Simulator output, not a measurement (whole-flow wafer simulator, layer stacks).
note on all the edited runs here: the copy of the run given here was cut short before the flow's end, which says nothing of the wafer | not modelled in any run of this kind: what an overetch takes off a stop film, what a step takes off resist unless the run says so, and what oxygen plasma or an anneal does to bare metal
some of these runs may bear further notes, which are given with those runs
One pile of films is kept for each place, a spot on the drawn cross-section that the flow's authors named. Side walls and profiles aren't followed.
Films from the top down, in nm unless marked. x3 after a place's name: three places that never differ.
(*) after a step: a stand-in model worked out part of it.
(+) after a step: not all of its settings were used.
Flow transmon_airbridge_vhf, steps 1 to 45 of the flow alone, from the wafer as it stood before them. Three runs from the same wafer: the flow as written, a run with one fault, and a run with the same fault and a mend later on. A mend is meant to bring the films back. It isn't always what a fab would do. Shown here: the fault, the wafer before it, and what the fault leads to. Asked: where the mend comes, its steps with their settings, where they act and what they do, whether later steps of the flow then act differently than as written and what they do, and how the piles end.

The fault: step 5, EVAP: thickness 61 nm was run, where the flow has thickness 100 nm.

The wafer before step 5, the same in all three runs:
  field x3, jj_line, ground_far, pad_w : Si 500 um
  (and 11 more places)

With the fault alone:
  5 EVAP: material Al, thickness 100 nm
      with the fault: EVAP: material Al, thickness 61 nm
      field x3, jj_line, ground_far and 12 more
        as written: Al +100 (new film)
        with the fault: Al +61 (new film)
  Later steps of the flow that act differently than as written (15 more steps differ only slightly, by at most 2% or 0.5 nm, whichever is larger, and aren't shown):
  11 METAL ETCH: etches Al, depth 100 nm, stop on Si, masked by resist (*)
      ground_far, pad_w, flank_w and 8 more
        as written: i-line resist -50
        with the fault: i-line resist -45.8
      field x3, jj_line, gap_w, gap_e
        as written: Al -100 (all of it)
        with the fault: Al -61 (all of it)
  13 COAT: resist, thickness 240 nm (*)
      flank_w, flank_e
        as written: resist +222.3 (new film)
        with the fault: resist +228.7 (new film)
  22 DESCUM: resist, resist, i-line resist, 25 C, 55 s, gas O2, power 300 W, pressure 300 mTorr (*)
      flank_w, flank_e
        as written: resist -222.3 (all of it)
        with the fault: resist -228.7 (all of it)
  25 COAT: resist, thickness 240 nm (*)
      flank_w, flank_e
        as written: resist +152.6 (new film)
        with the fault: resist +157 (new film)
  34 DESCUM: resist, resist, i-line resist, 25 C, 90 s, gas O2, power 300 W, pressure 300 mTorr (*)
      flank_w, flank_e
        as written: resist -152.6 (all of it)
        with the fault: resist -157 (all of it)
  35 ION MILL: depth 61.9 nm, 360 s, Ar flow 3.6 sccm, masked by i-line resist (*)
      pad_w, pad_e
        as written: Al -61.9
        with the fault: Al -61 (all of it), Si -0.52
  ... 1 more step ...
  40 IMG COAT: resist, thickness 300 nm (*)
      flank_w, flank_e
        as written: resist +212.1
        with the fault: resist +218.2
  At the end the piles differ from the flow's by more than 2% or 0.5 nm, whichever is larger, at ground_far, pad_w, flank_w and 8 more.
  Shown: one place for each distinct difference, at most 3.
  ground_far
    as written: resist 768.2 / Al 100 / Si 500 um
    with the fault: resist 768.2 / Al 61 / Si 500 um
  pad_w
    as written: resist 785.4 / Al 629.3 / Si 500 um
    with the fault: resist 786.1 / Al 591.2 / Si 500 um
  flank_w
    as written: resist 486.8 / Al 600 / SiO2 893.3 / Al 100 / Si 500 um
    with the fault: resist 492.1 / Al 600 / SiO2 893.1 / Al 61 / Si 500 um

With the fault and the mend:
  The mend comes after step 10.
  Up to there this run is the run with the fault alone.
  10a STRIP: i-line resist, 80 C, 600 s (+)
      ground_far, pad_w, flank_w and 8 more
        i-line resist -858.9 (all of it)
  10b EVAP: material Al, thickness 39 nm (the flow's step 5 once more, with other settings)
      field x3, jj_line, ground_far and 12 more
        Al +39
  10c COAT: i-line resist, thickness 900 nm (the flow's step 6 once more)
      field x3, jj_line, ground_far and 12 more
        i-line resist +900 (new film)
  10d SOFTBAKE: i-line resist, 90 C, 90 s (the flow's step 7 once more)
      changes no film at any place that is followed
  10e EXPOSE: i-line resist, thickness 900 nm, photomask AB CPW, dose 155.4 mJ/cm2, NA 0.45, wavelength 365 nm (*) (the flow's step 8 once more)
      changes no film at any place that is followed
  10f PEB: i-line resist, 110 C, 60 s (the flow's step 9 once more)
      field x3, jj_line, ground_far and 12 more
        i-line resist -41
  10g DEVELOP: i-line resist, thickness 900 nm, developer developer-B, 60 s (the flow's step 10 once more)
      ground_far, pad_w, flank_w and 8 more
        i-line resist -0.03
      field x3, jj_line, gap_w, gap_e
        i-line resist -859 (all of it)
  No later step of the flow acts differently than as written at any place that is followed.
  At the end the piles are the same as the flow's at every place that both follow.
